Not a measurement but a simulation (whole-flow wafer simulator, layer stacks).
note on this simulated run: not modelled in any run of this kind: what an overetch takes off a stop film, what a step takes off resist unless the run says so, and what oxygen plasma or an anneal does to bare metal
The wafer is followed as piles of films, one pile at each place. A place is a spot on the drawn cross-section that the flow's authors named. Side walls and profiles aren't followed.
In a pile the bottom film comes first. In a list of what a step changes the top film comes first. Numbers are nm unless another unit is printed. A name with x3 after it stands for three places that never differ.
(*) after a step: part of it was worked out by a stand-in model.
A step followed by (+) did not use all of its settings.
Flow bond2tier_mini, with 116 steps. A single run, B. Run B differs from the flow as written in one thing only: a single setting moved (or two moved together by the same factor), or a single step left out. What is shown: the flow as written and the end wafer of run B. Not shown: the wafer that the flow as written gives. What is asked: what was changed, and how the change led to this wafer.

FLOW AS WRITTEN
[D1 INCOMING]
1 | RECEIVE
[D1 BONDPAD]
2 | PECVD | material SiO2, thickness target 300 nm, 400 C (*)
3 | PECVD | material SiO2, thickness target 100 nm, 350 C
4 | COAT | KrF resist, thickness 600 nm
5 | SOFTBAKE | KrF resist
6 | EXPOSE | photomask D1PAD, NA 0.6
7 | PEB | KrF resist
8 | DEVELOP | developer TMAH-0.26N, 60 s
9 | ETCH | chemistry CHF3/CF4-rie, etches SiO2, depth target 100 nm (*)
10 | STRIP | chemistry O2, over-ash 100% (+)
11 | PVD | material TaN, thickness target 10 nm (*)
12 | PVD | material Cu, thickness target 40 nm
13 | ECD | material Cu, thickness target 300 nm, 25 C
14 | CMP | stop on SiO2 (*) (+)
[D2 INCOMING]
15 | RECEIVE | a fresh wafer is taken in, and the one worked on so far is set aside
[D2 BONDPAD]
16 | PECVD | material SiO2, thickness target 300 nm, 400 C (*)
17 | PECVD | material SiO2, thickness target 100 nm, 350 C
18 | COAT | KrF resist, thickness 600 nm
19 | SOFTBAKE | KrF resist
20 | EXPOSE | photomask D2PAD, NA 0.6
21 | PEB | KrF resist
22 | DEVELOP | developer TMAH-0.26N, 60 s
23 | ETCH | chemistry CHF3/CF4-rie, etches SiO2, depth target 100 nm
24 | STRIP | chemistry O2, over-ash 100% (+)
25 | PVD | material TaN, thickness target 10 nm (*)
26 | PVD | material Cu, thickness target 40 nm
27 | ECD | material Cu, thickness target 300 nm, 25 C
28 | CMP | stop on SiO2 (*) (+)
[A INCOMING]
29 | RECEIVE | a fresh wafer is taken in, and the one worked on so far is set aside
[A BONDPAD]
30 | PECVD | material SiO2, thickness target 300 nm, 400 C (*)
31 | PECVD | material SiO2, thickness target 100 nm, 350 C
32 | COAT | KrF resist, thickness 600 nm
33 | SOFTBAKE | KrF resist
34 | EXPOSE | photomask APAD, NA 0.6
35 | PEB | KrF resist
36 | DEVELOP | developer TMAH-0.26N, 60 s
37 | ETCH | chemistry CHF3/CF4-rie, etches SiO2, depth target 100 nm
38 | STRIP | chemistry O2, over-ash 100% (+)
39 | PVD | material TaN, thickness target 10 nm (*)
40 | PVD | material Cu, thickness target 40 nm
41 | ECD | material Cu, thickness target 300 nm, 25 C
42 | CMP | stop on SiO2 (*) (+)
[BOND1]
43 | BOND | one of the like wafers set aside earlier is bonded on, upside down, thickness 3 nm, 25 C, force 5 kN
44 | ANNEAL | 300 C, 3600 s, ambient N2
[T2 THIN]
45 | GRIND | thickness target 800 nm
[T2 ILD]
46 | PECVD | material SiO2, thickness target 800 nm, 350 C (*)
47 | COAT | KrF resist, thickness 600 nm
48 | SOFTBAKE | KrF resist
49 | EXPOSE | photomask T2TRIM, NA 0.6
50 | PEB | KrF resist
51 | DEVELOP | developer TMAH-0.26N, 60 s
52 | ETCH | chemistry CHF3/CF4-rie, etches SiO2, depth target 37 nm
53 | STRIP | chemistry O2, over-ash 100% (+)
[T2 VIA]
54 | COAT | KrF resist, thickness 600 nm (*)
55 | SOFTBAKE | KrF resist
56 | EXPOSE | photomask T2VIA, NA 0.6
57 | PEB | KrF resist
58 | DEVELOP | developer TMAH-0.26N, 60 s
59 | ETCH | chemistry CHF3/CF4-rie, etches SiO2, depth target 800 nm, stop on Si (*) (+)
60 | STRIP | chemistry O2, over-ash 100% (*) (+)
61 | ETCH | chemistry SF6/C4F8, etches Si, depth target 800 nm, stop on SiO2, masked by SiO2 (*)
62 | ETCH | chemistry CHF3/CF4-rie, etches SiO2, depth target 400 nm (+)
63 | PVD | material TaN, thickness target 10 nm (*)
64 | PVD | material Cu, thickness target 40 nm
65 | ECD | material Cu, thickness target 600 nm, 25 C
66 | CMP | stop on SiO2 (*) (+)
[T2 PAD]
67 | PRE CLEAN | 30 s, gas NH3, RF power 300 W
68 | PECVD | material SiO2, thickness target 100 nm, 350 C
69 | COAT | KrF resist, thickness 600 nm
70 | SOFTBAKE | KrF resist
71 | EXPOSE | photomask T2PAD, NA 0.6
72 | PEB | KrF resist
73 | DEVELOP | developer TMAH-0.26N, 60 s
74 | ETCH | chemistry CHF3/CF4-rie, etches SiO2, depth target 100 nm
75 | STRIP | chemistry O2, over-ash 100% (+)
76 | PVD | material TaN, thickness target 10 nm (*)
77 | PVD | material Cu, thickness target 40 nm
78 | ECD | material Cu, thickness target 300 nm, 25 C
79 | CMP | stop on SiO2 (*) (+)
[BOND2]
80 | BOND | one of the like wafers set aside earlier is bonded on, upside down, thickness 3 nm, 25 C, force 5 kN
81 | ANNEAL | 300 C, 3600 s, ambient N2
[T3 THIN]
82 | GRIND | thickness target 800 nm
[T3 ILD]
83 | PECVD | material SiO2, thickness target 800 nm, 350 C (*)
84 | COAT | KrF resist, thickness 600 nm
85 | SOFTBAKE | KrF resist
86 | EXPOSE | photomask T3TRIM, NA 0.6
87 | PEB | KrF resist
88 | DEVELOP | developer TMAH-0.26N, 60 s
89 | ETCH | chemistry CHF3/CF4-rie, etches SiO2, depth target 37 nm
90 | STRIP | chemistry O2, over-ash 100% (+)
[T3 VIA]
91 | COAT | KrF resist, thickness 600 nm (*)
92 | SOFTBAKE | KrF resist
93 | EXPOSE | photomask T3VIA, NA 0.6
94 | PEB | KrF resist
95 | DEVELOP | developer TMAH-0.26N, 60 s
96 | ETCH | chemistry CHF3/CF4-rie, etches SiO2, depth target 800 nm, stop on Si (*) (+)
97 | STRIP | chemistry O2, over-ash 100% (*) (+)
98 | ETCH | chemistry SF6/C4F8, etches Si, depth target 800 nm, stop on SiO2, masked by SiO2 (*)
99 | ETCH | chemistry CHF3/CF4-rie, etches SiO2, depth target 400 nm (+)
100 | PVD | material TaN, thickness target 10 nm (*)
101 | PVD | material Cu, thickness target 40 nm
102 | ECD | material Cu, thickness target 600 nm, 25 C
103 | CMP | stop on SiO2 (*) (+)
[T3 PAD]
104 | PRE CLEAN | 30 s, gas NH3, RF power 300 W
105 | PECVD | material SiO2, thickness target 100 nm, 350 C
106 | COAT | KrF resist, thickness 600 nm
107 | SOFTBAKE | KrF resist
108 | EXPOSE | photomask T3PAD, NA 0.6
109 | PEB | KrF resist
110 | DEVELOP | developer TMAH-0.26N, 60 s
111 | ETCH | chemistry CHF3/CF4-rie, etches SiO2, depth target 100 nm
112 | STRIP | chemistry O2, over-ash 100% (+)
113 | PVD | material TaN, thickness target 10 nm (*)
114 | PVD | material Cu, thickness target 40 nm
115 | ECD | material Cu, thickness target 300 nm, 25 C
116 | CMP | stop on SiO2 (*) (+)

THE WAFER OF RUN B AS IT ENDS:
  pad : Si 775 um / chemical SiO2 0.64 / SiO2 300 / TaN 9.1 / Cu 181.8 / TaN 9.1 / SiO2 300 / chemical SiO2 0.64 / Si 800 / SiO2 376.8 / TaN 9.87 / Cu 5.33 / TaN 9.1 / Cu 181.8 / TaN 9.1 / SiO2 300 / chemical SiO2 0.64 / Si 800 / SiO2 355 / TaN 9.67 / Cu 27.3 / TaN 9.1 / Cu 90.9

The reason: step 52, ETCH: depth target 15.2 nm was run, though the flow has depth target 37 nm.

How this came from the change, step by step:
  52 | ETCH | chemistry CHF3/CF4-rie, etches SiO2, depth target 37 nm
      pad, via: -15.2 SiO2 (it would be, as written: -37 SiO2)
      field: -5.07 KrF resist (it would be, as written: -12.3 KrF resist)
  59 | ETCH | chemistry CHF3/CF4-rie, etches SiO2, depth target 800 nm, stop on Si (*) (+)
      via: -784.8 SiO2 (all of it) (it would be, as written: -763 SiO2 (all of it))
  60 | STRIP | chemistry O2, over-ash 100% (*) (+)
      field: -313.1 KrF resist (all of it) (it would be, as written: -303.9 KrF resist (all of it))
      pad: -326.3 KrF resist (all of it) (it would be, as written: -336 KrF resist (all of it))
  64 | PVD | material Cu, thickness target 40 nm
      pad: +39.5 Cu (new film) (it would be, as written: +38.7 Cu (new film))
  65 | ECD | material Cu, thickness target 600 nm, 25 C
      pad: +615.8 Cu (it would be, as written: +638.7 Cu)
